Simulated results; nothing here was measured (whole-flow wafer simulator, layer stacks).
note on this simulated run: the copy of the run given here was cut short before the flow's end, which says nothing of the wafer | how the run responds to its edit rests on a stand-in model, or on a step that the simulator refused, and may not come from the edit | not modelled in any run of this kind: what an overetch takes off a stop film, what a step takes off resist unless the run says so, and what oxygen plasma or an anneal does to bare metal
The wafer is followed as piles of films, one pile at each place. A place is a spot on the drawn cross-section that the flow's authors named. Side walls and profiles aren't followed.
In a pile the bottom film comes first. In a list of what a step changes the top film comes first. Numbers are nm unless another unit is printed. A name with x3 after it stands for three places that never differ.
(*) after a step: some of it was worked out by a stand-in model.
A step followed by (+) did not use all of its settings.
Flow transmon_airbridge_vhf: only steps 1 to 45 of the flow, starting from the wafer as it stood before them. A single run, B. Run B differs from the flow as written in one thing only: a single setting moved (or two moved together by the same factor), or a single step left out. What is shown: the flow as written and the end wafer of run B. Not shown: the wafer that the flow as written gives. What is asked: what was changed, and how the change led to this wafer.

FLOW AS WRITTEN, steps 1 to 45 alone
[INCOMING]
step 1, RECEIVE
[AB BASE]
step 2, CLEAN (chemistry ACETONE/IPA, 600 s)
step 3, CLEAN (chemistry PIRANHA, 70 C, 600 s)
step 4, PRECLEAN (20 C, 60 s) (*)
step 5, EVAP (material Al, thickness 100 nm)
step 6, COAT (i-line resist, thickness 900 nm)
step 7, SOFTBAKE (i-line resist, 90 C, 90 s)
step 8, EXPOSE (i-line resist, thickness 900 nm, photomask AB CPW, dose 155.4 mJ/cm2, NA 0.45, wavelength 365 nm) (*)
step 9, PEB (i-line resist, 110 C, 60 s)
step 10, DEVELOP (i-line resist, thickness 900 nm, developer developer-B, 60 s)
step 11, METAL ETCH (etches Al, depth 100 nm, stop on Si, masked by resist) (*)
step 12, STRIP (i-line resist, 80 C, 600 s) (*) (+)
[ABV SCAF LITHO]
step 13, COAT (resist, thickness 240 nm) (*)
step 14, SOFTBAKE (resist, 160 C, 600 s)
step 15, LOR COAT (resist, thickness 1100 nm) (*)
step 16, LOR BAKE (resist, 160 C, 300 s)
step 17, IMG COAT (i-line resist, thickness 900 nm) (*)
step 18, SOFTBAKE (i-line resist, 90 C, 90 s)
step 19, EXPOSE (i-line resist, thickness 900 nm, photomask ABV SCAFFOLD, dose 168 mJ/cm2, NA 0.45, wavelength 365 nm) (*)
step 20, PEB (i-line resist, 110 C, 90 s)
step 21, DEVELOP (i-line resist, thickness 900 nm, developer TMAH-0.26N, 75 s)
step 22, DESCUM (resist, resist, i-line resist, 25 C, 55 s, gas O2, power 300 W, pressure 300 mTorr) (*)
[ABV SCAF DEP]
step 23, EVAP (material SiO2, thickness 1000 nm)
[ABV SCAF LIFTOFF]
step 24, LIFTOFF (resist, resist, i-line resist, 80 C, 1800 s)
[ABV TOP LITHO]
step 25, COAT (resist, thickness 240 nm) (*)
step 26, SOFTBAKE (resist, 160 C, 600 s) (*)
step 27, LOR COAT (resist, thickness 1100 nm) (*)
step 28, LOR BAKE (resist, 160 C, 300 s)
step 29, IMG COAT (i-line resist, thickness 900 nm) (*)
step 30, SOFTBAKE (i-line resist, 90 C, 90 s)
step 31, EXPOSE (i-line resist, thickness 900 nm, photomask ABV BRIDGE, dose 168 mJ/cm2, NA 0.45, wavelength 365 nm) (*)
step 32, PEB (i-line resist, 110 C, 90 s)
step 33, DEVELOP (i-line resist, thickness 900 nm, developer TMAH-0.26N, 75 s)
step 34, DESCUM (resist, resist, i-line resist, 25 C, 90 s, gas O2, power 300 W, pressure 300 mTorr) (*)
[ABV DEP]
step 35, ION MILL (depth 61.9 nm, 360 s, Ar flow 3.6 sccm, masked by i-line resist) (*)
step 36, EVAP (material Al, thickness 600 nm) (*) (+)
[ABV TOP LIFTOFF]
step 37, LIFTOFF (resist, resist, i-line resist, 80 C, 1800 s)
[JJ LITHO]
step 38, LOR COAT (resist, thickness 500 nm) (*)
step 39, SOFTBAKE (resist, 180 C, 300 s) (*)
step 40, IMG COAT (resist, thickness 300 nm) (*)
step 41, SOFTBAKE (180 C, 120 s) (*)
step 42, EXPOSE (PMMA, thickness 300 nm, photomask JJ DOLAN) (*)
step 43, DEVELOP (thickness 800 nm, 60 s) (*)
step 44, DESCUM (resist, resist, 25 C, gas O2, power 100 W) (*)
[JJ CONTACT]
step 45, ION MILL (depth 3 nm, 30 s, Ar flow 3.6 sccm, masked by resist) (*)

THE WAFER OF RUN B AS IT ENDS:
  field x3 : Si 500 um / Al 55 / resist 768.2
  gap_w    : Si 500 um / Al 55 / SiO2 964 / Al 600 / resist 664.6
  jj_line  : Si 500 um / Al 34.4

What caused this: step 5, EVAP: thickness 155 nm was run, though the flow has thickness 100 nm.

How this came from the change, step by step:
  step 5, EVAP (material Al, thickness 100 nm)
      field x3, jj_line, ground_far and 12 more: Al gains 155 (new film) (it would be, as written: Al gains 100 (new film))
  step 11, METAL ETCH (etches Al, depth 100 nm, stop on Si, masked by resist) (*)
      field x3, jj_line, gap_w, gap_e: Al loses 100 (it would be, as written: Al loses 100 (all of it))
  step 45, ION MILL (depth 3 nm, 30 s, Ar flow 3.6 sccm, masked by resist) (*)
      jj_line: Al loses 20.6 (it would be, as written: Si loses 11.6)
With metal films that touch counted as one body, field x3 has 1 body; the flow as written gives 0 bodies.
With metal films that touch counted as one body, gap_w has 2 bodies (between them, from the top down: SiO2 964); the flow as written gives 1 body.
With metal films that touch counted as one body, jj_line has 1 body; the flow as written gives 0 bodies.
